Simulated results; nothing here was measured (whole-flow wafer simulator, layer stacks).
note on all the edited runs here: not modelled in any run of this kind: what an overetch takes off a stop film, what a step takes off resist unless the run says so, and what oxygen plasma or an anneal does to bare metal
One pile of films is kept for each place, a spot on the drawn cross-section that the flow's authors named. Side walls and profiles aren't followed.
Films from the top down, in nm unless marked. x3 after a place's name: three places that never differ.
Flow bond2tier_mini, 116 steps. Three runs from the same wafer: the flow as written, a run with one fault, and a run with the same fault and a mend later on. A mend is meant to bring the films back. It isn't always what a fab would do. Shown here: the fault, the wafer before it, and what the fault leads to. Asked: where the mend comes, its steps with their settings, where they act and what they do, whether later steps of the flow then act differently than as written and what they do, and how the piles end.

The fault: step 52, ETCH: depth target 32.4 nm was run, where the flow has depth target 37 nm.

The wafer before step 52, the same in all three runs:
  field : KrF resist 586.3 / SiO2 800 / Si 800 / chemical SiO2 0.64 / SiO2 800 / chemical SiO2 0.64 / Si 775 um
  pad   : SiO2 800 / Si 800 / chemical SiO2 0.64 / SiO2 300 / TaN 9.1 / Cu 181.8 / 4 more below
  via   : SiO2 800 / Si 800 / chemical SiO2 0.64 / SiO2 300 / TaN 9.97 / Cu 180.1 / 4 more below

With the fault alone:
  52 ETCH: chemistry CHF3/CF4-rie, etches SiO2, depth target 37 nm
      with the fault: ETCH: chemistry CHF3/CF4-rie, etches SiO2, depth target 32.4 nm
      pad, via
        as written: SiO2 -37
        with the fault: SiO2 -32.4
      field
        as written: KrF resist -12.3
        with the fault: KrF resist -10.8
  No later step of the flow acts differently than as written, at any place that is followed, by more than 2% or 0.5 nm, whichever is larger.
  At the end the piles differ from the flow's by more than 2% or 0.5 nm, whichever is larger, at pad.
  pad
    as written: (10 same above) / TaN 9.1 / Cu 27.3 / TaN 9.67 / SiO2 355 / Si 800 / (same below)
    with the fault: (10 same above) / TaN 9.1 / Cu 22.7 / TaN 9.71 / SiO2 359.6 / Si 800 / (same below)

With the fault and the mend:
  The mend comes after step 52.
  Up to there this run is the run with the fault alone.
  52a ETCH: chemistry CHF3/CF4-rie, etches SiO2, depth target 4.6 nm (the flow's step 52 once more, with other settings)
      pad, via
        SiO2 -4.6
      field
        KrF resist -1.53
  No later step of the flow acts differently than as written at any place that is followed.
  At the end the piles are the same as the flow's at every place that both follow.
